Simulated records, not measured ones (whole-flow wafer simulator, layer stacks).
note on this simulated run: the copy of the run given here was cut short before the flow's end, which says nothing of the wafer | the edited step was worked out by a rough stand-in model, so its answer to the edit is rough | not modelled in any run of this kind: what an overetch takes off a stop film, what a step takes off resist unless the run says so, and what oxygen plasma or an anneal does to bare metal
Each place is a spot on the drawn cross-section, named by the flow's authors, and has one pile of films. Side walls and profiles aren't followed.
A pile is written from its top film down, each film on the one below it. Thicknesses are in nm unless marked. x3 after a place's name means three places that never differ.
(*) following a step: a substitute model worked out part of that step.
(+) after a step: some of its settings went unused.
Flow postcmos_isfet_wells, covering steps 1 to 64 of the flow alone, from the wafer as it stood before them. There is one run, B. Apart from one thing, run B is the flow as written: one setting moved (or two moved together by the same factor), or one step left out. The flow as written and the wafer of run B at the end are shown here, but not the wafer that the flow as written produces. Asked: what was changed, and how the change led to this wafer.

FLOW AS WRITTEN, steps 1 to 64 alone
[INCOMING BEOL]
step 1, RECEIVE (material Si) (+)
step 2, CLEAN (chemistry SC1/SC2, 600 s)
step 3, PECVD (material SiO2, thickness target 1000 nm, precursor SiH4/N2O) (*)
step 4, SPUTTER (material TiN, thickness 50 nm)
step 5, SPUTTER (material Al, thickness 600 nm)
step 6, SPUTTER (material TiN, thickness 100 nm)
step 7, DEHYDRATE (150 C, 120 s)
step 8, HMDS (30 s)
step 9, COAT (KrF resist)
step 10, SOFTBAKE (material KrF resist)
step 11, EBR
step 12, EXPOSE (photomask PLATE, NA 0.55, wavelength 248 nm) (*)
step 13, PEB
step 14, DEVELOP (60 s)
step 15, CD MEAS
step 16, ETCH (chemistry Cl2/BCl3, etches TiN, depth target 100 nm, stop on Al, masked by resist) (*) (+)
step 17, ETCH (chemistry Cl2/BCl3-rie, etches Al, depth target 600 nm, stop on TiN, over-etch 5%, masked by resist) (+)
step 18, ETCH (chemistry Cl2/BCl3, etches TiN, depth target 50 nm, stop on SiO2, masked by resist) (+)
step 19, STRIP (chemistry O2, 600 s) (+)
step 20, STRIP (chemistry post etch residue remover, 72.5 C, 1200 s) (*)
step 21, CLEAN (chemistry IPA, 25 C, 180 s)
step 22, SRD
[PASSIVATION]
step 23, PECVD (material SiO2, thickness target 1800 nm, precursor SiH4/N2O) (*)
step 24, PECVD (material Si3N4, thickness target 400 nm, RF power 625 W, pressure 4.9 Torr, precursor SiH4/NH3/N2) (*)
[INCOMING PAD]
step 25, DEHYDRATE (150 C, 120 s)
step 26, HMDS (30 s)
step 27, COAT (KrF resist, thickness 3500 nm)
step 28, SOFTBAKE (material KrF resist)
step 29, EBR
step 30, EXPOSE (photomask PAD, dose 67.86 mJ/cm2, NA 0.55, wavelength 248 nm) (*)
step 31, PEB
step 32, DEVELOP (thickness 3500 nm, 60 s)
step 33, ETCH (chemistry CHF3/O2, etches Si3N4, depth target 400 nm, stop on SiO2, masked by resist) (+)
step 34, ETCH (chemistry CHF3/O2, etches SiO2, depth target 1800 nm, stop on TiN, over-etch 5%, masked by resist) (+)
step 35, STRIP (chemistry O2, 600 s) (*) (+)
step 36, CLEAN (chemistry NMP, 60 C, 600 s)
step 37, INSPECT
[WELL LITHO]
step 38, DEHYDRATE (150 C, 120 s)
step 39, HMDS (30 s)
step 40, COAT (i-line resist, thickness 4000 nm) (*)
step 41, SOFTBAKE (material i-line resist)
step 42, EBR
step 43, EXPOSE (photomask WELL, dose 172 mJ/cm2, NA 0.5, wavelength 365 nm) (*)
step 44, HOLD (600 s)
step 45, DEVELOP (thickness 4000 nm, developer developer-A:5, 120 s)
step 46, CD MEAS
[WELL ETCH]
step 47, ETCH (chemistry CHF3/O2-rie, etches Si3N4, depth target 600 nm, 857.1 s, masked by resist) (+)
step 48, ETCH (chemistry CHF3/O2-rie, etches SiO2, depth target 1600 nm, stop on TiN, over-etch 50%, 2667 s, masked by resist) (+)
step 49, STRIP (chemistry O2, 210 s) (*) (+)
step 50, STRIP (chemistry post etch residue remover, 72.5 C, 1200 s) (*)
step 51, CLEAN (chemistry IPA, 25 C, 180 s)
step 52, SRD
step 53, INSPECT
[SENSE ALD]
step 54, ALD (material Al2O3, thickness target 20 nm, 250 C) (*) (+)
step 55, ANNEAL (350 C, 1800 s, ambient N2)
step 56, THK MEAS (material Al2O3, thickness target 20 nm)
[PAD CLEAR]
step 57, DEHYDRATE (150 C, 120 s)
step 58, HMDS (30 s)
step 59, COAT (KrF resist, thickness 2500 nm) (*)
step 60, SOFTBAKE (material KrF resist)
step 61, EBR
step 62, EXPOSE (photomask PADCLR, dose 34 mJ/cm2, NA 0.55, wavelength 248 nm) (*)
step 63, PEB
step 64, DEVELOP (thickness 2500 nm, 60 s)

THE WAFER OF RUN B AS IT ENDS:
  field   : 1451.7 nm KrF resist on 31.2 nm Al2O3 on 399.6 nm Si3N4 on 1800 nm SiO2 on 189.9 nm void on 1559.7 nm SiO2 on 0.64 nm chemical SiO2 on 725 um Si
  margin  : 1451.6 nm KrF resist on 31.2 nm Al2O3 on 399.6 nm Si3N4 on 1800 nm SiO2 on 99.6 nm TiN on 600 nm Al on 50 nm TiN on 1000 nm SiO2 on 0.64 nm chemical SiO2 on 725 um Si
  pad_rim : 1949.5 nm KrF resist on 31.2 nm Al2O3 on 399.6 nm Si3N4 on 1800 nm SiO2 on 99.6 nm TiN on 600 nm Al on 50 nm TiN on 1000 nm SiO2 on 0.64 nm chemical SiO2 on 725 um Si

What caused this: step 54, ALD: thickness target 31.2 nm was run, though the flow has thickness target 20 nm.
One can read it off the wafer: field has Al2O3 31.2, and step 54 as written asks for 20 nm.

Step by step, how the change led to this:
  step 54, ALD (material Al2O3, thickness target 20 nm, 250 C) (*) (+)
      field, margin, well900, well1300 x3, pad_rim, pad_clr, pad_open: +31.2 Al2O3 (new film) (it would be, as written: +20 Al2O3 (new film))
